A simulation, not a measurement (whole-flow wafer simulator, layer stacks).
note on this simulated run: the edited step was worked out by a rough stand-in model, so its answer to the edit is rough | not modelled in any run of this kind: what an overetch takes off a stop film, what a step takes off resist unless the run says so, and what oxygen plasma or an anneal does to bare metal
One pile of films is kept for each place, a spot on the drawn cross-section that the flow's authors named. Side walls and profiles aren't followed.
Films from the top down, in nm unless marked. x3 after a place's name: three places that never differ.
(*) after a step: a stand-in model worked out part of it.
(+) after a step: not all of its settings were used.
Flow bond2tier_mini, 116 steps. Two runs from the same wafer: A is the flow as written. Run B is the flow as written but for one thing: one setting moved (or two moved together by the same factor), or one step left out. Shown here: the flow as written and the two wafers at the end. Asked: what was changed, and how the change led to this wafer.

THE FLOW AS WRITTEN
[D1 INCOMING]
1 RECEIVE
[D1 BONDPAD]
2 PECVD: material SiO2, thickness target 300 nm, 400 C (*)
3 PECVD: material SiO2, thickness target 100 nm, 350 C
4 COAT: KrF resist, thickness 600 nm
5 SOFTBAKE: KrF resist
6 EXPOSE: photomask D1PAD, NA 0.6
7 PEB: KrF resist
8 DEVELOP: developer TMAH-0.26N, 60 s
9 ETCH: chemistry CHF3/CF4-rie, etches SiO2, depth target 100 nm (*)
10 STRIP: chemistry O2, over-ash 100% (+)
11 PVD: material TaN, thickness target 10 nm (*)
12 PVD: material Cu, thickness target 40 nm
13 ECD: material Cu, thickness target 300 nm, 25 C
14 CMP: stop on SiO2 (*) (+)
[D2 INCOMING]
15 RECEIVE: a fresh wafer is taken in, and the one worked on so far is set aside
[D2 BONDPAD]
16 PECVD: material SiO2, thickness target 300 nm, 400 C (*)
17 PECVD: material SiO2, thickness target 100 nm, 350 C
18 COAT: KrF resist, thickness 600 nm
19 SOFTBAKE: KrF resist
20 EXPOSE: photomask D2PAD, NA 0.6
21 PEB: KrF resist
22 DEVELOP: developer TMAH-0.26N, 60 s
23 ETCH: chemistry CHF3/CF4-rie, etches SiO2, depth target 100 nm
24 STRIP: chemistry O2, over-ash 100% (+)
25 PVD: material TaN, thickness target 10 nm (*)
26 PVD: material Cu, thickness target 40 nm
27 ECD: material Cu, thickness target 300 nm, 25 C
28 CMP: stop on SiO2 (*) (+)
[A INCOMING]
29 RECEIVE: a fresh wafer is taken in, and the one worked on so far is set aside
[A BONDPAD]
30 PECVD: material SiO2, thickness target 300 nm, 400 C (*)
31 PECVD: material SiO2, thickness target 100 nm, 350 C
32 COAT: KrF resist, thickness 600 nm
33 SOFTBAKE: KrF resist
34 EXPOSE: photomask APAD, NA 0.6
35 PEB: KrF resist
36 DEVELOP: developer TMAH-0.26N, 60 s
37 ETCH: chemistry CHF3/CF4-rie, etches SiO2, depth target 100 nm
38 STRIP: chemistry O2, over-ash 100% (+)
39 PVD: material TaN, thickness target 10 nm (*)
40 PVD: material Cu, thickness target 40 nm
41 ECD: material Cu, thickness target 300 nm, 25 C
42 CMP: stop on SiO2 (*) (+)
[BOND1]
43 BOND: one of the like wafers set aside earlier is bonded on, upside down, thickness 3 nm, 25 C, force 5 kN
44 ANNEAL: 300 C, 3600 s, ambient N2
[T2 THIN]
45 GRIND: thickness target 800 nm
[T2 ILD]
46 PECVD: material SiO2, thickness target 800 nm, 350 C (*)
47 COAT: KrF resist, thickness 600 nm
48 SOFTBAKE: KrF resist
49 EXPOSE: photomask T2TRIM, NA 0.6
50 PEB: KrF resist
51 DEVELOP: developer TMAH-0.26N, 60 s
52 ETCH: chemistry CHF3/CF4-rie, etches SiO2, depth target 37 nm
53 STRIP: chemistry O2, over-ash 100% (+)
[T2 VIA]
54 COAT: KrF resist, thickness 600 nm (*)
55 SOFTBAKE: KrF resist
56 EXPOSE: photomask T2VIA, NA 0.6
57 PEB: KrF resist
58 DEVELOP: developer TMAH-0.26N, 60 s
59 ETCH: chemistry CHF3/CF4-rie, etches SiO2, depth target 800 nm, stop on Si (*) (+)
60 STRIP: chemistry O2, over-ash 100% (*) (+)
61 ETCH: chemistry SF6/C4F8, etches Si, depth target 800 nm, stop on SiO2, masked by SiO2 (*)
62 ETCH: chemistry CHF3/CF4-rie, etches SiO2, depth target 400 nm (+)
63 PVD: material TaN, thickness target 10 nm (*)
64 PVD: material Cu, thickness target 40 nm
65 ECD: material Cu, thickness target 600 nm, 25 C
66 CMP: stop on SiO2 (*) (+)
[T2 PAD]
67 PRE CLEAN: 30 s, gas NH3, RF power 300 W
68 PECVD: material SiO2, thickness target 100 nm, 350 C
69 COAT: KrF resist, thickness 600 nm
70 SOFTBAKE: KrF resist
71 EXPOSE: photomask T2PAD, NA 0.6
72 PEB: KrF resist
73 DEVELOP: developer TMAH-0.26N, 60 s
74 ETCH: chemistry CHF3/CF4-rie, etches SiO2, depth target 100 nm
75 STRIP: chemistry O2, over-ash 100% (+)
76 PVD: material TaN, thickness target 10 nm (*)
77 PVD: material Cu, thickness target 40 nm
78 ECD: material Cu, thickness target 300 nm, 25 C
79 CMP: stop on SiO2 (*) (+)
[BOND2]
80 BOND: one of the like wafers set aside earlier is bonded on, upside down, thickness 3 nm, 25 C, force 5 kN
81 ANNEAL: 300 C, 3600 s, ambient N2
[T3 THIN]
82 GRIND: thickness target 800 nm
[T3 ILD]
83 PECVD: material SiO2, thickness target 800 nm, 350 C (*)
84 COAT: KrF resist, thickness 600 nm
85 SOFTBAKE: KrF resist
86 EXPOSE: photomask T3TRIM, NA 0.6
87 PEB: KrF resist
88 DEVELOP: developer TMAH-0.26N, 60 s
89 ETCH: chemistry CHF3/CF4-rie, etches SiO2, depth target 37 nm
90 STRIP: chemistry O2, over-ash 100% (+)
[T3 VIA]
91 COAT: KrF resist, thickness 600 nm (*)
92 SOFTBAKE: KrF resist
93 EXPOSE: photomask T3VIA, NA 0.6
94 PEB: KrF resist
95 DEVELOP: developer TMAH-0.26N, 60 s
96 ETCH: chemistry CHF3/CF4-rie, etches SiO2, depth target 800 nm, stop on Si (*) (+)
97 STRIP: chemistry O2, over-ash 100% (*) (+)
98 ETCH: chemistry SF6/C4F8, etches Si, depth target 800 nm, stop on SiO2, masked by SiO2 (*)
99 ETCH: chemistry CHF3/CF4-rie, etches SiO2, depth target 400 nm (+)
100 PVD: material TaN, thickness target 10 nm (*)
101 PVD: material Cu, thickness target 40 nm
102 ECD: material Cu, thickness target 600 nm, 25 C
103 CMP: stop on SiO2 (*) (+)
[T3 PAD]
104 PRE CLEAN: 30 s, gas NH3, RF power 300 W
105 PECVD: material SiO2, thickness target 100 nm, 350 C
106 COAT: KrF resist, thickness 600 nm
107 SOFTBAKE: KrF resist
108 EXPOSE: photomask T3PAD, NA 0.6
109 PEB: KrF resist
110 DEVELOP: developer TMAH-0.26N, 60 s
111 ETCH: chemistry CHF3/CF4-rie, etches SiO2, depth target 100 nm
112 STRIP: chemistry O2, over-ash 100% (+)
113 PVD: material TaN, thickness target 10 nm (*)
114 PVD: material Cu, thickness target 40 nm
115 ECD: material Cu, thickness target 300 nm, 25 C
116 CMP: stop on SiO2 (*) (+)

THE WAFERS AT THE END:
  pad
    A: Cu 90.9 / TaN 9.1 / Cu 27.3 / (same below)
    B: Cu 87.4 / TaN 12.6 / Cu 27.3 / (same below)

The cause: step 113, PVD: thickness target 13.8 nm was run, where the flow has thickness target 10 nm.

How the change led to this, step by step:
  113 PVD: material TaN, thickness target 10 nm (*)
      field: A TaN +10 (new film) | B TaN +13.8 (new film)
      pad: A TaN +9.1 (new film) | B TaN +12.6 (new film)
  116 CMP: stop on SiO2 (*) (+)
      field: A Cu -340 (all of it), TaN -10 (all of it) | B Cu -340 (all of it), TaN -13.8 (all of it)
